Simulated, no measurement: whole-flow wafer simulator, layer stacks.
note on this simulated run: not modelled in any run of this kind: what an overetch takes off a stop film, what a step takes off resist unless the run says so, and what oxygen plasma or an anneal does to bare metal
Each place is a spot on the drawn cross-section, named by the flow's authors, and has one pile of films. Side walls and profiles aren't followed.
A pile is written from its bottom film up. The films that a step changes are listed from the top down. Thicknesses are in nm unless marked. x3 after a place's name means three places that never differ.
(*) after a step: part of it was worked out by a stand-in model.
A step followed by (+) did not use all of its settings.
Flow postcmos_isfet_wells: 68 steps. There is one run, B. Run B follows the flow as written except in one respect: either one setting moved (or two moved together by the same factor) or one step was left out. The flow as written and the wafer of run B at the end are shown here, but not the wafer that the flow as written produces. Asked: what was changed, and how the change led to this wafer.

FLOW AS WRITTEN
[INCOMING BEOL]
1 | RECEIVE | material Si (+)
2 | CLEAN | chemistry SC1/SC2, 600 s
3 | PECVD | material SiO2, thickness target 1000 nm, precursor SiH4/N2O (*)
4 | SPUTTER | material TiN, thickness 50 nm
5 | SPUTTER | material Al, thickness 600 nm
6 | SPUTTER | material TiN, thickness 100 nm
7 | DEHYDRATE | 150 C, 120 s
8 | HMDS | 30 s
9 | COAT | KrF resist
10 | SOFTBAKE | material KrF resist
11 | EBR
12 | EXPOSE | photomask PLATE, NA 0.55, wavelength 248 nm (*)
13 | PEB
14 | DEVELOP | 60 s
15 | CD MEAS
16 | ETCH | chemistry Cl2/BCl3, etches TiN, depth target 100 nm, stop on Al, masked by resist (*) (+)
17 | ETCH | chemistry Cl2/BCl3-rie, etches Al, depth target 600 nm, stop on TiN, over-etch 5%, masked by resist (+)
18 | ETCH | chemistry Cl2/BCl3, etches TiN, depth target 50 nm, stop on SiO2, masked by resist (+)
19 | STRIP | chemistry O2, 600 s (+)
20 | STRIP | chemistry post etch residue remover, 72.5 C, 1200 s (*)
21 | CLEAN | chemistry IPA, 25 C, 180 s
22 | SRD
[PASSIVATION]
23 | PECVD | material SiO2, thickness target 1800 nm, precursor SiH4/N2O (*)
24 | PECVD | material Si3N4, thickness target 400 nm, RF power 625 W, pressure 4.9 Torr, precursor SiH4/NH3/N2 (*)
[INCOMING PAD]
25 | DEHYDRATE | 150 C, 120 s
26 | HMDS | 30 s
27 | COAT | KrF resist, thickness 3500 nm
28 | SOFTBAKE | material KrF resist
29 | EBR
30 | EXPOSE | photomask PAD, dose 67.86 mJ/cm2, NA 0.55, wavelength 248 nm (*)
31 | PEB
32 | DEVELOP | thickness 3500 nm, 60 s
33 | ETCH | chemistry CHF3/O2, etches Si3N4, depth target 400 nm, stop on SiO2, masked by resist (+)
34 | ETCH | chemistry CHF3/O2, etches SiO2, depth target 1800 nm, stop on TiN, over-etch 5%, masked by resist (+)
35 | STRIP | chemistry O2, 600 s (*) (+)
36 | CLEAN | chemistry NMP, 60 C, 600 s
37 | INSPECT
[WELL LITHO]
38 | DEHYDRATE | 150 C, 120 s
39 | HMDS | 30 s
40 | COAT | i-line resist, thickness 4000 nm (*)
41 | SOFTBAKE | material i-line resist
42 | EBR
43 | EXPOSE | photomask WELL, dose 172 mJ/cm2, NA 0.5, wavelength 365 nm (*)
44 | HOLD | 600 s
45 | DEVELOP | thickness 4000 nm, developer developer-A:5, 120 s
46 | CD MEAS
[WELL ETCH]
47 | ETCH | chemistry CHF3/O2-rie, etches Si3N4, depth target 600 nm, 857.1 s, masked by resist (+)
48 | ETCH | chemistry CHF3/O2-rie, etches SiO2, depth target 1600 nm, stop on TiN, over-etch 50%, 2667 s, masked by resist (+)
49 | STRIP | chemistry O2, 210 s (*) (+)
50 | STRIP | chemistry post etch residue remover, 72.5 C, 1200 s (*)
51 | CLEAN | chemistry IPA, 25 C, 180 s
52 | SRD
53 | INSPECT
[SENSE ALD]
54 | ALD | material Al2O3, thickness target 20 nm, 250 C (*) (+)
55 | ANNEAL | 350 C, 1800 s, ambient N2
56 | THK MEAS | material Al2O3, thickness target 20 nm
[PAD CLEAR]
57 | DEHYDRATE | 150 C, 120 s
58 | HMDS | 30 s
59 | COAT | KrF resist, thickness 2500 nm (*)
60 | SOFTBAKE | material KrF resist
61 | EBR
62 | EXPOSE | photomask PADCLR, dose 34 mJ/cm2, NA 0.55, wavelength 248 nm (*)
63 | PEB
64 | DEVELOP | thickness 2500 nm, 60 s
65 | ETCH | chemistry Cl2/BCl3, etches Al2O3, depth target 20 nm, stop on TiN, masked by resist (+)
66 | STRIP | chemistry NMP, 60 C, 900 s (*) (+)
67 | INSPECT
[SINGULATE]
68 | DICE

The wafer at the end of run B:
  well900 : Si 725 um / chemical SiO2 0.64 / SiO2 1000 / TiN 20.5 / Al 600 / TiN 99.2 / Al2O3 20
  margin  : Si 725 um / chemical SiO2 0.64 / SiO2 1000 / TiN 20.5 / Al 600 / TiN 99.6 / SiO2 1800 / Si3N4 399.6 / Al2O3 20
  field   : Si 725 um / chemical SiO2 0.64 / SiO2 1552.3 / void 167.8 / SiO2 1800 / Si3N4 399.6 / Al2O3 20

Cause: step 4, SPUTTER: thickness 20.5 nm was run, while the flow as written has thickness 50 nm.
The wafer itself shows it: well900 has TiN 20.5, and step 4 as written asks for 50 nm.

Step by step, how the change led to this:
  4 | SPUTTER | material TiN, thickness 50 nm
      field, margin, well900, well1300 x3, pad_rim, pad_clr, pad_open: +20.5 TiN (new film) (as written it would have been: +50 TiN (new film))
  18 | ETCH | chemistry Cl2/BCl3, etches TiN, depth target 50 nm, stop on SiO2, masked by resist (+)
      margin, well900, well1300 x3, pad_rim, pad_clr, pad_open: -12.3 KrF resist (as written it would have been: -20 KrF resist)
      field: -20.5 TiN (all of it) (as written it would have been: -50 TiN (all of it))
  23 | PECVD | material SiO2, thickness target 1800 nm, precursor SiH4/N2O (*)
      field: +1800 SiO2 (new film), +167.8 void (new film), +552.3 SiO2 (as written it would have been: +1800 SiO2 (new film), +189.9 void (new film), +559.7 SiO2)
